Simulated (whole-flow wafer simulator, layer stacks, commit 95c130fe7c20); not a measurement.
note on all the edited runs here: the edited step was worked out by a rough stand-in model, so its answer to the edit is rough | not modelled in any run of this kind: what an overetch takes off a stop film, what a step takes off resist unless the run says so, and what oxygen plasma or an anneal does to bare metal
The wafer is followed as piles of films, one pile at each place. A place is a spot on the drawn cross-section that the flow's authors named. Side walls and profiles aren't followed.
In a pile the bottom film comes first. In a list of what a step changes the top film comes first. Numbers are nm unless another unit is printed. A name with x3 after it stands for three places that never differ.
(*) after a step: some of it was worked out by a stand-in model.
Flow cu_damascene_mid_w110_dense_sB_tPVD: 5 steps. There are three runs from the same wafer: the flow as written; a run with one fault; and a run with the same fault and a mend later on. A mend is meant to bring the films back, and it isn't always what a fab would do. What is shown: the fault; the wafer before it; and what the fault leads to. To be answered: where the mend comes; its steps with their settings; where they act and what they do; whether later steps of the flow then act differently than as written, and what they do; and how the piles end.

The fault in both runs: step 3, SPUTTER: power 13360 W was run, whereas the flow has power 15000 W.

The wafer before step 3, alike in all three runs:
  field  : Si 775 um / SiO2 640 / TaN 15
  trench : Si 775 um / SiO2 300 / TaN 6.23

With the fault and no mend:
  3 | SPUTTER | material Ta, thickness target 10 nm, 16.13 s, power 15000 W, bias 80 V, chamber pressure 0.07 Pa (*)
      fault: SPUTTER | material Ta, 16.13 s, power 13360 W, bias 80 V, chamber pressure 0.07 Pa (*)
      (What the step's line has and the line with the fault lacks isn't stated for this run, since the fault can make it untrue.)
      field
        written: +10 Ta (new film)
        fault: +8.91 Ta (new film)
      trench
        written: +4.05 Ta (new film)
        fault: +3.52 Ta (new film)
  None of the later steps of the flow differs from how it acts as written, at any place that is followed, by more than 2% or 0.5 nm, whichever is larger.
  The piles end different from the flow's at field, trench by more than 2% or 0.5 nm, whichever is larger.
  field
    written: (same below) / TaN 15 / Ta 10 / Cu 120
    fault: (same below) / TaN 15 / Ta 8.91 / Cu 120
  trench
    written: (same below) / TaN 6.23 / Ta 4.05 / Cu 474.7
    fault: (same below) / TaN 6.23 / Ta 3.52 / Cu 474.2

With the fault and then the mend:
  The mend follows step 3.
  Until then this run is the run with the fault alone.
  3a | SPUTTER | material Ta, thickness target 1.119 nm, 1.805 s, power 15000 W, bias 80 V, chamber pressure 0.07 Pa (*) (a further turn of the flow's step 3, with different settings)
      field
        +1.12 Ta
      trench
        +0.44 Ta
  None of the later steps of the flow differs from how it acts as written, at any place that is followed, by more than 2% or 0.5 nm, whichever is larger.
  At the end the piles are close to the flow's at the places that both follow, differing by at most 2% or 0.5 nm, whichever is larger.
